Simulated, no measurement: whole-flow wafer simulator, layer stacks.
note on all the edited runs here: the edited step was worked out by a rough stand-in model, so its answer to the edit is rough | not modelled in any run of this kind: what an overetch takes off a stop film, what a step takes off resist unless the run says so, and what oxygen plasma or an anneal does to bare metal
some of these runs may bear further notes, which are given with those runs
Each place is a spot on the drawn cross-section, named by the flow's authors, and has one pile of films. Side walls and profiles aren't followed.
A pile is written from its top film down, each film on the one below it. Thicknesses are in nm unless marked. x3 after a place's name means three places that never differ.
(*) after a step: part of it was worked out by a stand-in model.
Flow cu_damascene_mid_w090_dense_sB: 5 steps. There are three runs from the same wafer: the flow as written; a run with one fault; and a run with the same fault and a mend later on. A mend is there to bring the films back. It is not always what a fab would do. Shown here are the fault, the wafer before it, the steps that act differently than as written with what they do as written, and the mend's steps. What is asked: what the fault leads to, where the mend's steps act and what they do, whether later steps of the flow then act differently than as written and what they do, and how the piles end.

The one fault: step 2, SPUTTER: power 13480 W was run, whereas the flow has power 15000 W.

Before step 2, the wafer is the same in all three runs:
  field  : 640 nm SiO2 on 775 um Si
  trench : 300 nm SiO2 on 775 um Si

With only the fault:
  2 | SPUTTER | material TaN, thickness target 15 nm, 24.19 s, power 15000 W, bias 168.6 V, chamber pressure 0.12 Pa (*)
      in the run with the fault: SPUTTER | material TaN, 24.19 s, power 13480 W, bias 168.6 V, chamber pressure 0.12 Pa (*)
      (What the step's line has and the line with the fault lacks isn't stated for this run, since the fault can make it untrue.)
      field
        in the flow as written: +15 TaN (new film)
        in the run with the fault: +13.5 TaN (new film)
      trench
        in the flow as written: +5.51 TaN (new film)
        in the run with the fault: +4.95 TaN (new film)
  Later steps of the flow that are run all act as written at every place that is followed, up to a difference of at most 2% or 0.5 nm, whichever is larger.
  By the end, the piles at field, trench depart from the flow's by more than 2% or 0.5 nm, whichever is larger.
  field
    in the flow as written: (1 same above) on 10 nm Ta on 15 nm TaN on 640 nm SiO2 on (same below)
    in the run with the fault: (1 same above) on 10 nm Ta on 13.5 nm TaN on 640 nm SiO2 on (same below)
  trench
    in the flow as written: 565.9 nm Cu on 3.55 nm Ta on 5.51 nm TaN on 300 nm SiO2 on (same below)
    in the run with the fault: 565 nm Cu on 3.57 nm Ta on 4.95 nm TaN on 300 nm SiO2 on (same below)

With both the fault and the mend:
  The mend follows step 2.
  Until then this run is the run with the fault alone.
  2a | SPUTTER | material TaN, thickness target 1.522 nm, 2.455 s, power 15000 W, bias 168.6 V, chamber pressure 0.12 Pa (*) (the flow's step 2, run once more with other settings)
      field
        +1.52 TaN
      trench
        +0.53 TaN
  Later steps of the flow that are run all act as written at every place that is followed.
  When the end is reached, the piles differ only a little from the flow's at the places that both follow, at most by 2% or 0.5 nm, whichever is larger.
